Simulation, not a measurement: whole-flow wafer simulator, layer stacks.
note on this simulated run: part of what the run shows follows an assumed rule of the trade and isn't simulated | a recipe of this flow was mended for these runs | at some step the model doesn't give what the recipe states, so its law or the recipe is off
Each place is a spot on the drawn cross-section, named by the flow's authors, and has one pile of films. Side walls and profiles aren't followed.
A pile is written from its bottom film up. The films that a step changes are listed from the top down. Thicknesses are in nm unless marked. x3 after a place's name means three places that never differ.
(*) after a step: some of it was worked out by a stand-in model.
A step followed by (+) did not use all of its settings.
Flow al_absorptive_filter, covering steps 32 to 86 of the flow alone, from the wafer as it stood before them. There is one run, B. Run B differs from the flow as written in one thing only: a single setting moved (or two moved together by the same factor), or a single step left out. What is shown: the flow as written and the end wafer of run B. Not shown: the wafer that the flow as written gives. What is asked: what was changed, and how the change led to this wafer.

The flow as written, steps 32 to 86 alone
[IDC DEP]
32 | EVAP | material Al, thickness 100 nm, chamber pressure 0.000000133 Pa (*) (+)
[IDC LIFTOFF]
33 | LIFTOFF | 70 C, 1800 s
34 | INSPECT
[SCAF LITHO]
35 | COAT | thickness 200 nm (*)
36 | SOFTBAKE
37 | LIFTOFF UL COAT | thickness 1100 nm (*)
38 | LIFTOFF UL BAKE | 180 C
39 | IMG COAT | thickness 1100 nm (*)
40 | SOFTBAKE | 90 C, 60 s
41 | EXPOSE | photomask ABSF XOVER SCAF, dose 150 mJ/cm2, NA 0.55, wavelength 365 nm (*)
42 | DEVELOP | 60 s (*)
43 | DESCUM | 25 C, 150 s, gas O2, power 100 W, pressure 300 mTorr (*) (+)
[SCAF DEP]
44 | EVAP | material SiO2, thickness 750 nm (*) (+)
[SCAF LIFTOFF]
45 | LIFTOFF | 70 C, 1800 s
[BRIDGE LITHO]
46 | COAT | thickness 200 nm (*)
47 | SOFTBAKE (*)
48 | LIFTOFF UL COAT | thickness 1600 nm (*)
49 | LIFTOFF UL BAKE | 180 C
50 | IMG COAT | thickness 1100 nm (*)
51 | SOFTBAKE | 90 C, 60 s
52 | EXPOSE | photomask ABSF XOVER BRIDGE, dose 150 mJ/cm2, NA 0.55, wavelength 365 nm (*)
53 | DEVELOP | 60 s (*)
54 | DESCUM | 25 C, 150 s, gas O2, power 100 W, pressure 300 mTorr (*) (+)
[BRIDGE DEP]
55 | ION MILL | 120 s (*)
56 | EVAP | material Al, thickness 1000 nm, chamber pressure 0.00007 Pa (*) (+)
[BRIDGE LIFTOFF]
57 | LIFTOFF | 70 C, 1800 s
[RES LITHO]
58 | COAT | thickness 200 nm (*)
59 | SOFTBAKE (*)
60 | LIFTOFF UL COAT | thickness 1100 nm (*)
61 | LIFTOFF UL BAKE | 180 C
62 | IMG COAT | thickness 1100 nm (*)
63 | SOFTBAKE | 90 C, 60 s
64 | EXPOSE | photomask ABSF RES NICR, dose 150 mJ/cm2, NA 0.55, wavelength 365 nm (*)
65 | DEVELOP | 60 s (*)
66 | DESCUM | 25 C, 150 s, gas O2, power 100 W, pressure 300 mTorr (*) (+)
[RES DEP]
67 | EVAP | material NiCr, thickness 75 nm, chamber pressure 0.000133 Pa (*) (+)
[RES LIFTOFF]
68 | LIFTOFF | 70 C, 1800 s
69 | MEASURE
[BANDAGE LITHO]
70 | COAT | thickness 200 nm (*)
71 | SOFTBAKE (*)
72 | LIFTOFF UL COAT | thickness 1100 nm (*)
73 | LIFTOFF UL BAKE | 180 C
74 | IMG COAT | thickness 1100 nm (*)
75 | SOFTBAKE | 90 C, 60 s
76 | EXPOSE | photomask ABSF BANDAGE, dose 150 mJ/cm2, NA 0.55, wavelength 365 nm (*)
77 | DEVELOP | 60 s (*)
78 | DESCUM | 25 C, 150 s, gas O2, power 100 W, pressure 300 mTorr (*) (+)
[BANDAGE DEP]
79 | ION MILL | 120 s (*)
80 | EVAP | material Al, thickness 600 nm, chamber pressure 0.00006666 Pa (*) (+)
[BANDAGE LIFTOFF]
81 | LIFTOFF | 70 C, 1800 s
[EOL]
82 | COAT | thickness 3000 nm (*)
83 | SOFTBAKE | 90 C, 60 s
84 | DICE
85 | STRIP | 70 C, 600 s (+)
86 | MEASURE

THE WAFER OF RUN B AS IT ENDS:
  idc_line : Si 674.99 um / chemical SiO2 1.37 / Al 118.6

The reason: step 32, EVAP: thickness 122.5 nm was run, while the flow as written has thickness 100 nm.

How this came from the change, step by step:
  32 | EVAP | material Al, thickness 100 nm, chamber pressure 0.000000133 Pa (*) (+)
      gnd, pad_far, pad_near and 10 more: +122.5 Al (new film) (it would be, as written: +100 Al (new film))
      idc_line: +118.6 Al (new film) (it would be, as written: +100 Al (new film))
  33 | LIFTOFF | 70 C, 1800 s
      gnd, xa_field, xa_margin, xa_strip, xl_land, idc_field, idc_space: -122.5 Al (all of it), -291 e-beam-resist (all of it) (it would be, as written: -100 Al (all of it), -291 e-beam-resist (all of it))
      pad_far: -122.5 Al (all of it), -287 e-beam-resist (all of it) (it would be, as written: -100 Al (all of it), -287 e-beam-resist (all of it))
      (also at 5 further places)
  35 | COAT | thickness 200 nm (*)
      idc_line: +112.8 acrylic-e-beam-resist (new film) (it would be, as written: +125.3 acrylic-e-beam-resist (new film))
      idc_space: +235.1 acrylic-e-beam-resist (new film) (it would be, as written: +228.2 acrylic-e-beam-resist (new film))
  45 | LIFTOFF | 70 C, 1800 s
      idc_line: -750 SiO2 (all of it), -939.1 i-line-resist (all of it), -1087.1 lift-off-underlayer (all of it), -112.8 acrylic-e-beam-resist (all of it) (it would be, as written: -750 SiO2 (all of it), -939.2 i-line-resist (all of it), -1090 lift-off-underlayer (all of it), -125.3 acrylic-e-beam-resist (all of it))
      idc_space: -750 SiO2 (all of it), -939.1 i-line-resist (all of it), -1084.3 lift-off-underlayer (all of it), -235.1 acrylic-e-beam-resist (all of it) (it would be, as written: -750 SiO2 (all of it), -939.1 i-line-resist (all of it), -1087.8 lift-off-underlayer (all of it), -228.2 acrylic-e-beam-resist (all of it))
  46 | COAT | thickness 200 nm (*)
      idc_line: +118.5 acrylic-e-beam-resist (new film) (it would be, as written: +129.8 acrylic-e-beam-resist (new film))
      idc_space: +236.9 acrylic-e-beam-resist (new film) (it would be, as written: +229.8 acrylic-e-beam-resist (new film))
  57 | LIFTOFF | 70 C, 1800 s
      idc_line: -1000 Al (all of it), -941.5 i-line-resist (all of it), -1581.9 lift-off-underlayer (all of it), -118.5 acrylic-e-beam-resist (all of it) (it would be, as written: -1000 Al (all of it), -941.5 i-line-resist (all of it), -1586.1 lift-off-underlayer (all of it), -129.8 acrylic-e-beam-resist (all of it))
      idc_space: -1000 Al (all of it), -941.5 i-line-resist (all of it), -1583 lift-off-underlayer (all of it), -236.9 acrylic-e-beam-resist (all of it) (it would be, as written: -1000 Al (all of it), -941.5 i-line-resist (all of it), -1586.9 lift-off-underlayer (all of it), -229.8 acrylic-e-beam-resist (all of it))
  58 | COAT | thickness 200 nm (*)
      idc_line: +118.5 acrylic-e-beam-resist (new film) (it would be, as written: +129.8 acrylic-e-beam-resist (new film))
      idc_space: +236.9 acrylic-e-beam-resist (new film) (it would be, as written: +229.8 acrylic-e-beam-resist (new film))
  68 | LIFTOFF | 70 C, 1800 s
      idc_line: -75 NiCr (all of it), -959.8 i-line-resist (all of it), -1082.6 lift-off-underlayer (all of it), -118.5 acrylic-e-beam-resist (all of it) (it would be, as written: -75 NiCr (all of it), -959.8 i-line-resist (all of it), -1086.6 lift-off-underlayer (all of it), -129.8 acrylic-e-beam-resist (all of it))
      idc_space: -75 NiCr (all of it), -959.7 i-line-resist (all of it), -1083.7 lift-off-underlayer (all of it), -236.9 acrylic-e-beam-resist (all of it) (it would be, as written: -75 NiCr (all of it), -959.8 i-line-resist (all of it), -1087.4 lift-off-underlayer (all of it), -229.8 acrylic-e-beam-resist (all of it))
  70 | COAT | thickness 200 nm (*)
      idc_line: +118.5 acrylic-e-beam-resist (new film) (it would be, as written: +129.8 acrylic-e-beam-resist (new film))
      idc_space: +236.9 acrylic-e-beam-resist (new film) (it would be, as written: +229.8 acrylic-e-beam-resist (new film))
  81 | LIFTOFF | 70 C, 1800 s
      idc_line: -600 Al (all of it), -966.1 i-line-resist (all of it), -1082.6 lift-off-underlayer (all of it), -118.5 acrylic-e-beam-resist (all of it) (it would be, as written: -600 Al (all of it), -966.1 i-line-resist (all of it), -1086.6 lift-off-underlayer (all of it), -129.8 acrylic-e-beam-resist (all of it))
      idc_space: -600 Al (all of it), -966 i-line-resist (all of it), -1083.7 lift-off-underlayer (all of it), -236.9 acrylic-e-beam-resist (all of it) (it would be, as written: -600 Al (all of it), -966.1 i-line-resist (all of it), -1087.4 lift-off-underlayer (all of it), -229.8 acrylic-e-beam-resist (all of it))
